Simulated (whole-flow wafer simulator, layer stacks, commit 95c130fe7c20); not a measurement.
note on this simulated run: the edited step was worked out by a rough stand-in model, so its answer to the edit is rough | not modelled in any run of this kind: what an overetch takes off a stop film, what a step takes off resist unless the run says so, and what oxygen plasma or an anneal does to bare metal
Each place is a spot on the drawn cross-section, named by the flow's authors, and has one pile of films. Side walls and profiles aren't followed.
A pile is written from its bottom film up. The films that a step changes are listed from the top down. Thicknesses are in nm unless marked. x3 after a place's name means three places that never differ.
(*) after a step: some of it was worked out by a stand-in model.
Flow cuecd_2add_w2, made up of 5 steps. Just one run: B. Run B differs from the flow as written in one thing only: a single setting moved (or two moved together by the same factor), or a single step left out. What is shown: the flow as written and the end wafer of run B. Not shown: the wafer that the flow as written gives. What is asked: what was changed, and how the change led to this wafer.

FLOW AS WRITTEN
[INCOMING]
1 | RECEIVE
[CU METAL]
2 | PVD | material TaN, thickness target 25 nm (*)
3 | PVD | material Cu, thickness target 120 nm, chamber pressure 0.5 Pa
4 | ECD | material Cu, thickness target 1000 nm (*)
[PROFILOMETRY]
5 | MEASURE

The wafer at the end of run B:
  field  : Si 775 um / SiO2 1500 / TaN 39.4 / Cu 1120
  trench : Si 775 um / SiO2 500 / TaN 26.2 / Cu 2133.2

Cause: step 2, PVD: thickness target 39.4 nm was run, though the flow has thickness target 25 nm.
One can read it off the wafer: field has TaN 39.4, and step 2 as written asks for 25 nm.

Step by step, how the change led to this:
  2 | PVD | material TaN, thickness target 25 nm (*)
      field: +39.4 TaN (new film) (it would be, as written: +25 TaN (new film))
      trench: +26.2 TaN (new film) (it would be, as written: +16.6 TaN (new film))
